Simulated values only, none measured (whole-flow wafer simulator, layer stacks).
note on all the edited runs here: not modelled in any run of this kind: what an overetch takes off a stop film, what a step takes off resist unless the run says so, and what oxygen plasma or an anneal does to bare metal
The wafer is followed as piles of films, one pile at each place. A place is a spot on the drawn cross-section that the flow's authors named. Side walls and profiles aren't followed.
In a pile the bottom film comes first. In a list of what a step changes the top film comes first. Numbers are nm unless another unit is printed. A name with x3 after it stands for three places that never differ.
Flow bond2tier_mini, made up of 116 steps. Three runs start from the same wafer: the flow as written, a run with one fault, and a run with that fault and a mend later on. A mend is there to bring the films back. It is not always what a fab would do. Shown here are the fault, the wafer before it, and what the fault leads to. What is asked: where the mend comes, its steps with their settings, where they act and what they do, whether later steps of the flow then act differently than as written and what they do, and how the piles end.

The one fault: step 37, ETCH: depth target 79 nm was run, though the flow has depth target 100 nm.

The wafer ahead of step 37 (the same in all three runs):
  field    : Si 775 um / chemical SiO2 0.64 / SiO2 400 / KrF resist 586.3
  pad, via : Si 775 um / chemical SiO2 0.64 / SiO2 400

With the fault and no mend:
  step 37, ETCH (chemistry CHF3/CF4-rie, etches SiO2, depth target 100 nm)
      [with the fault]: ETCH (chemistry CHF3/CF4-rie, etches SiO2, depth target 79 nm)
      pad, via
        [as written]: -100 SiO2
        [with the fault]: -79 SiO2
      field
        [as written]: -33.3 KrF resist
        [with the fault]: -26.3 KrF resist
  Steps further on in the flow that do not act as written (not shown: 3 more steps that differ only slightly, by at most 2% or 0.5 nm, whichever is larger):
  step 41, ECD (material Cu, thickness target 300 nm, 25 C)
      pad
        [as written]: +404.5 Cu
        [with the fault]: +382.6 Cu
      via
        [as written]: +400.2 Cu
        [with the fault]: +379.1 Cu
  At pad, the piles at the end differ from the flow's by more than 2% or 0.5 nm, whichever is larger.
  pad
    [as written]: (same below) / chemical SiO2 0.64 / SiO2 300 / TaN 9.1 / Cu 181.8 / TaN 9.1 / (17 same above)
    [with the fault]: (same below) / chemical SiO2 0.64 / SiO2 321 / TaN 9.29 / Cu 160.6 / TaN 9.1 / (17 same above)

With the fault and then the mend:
  The mend follows step 37.
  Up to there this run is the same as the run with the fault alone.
  step 37a, ETCH (chemistry CHF3/CF4-rie, etches SiO2, depth target 21 nm) (a further turn of the flow's step 37, with different settings)
      pad, via
        -21 SiO2
      field
        -7 KrF resist
  Every later step of the flow that is run acts as written at every place that is followed.
  At every place that both follow, the piles at the end match the flow's.
